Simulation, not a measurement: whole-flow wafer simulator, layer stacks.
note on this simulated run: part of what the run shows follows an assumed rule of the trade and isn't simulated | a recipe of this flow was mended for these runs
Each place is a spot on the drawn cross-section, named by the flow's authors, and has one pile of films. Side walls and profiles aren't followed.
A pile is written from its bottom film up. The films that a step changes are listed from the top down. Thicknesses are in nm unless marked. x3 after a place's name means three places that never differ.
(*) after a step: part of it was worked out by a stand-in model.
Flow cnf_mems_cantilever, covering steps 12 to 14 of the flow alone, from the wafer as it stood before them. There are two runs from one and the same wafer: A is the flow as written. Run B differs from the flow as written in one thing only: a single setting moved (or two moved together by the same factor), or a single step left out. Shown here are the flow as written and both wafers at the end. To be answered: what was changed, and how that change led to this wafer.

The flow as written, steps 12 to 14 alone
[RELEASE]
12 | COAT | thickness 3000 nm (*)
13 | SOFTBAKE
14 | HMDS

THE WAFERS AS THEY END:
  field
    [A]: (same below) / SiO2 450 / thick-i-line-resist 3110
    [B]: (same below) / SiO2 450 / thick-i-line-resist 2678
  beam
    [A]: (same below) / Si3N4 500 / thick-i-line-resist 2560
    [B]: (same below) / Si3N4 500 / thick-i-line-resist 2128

What caused this: step 12, COAT: thickness 2568 nm was run, while the flow as written has thickness 3000 nm.

How this came from the change, step by step:
  12 | COAT | thickness 3000 nm (*)
      field: A +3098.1 thick-i-line-resist (new film) | B +2663 thick-i-line-resist (new film)
      beam: A +2607.6 thick-i-line-resist (new film) | B +2188 thick-i-line-resist (new film)
  13 | SOFTBAKE
      field: A +11.9 thick-i-line-resist | B +15 thick-i-line-resist
      beam: A -47.6 thick-i-line-resist | B -60 thick-i-line-resist
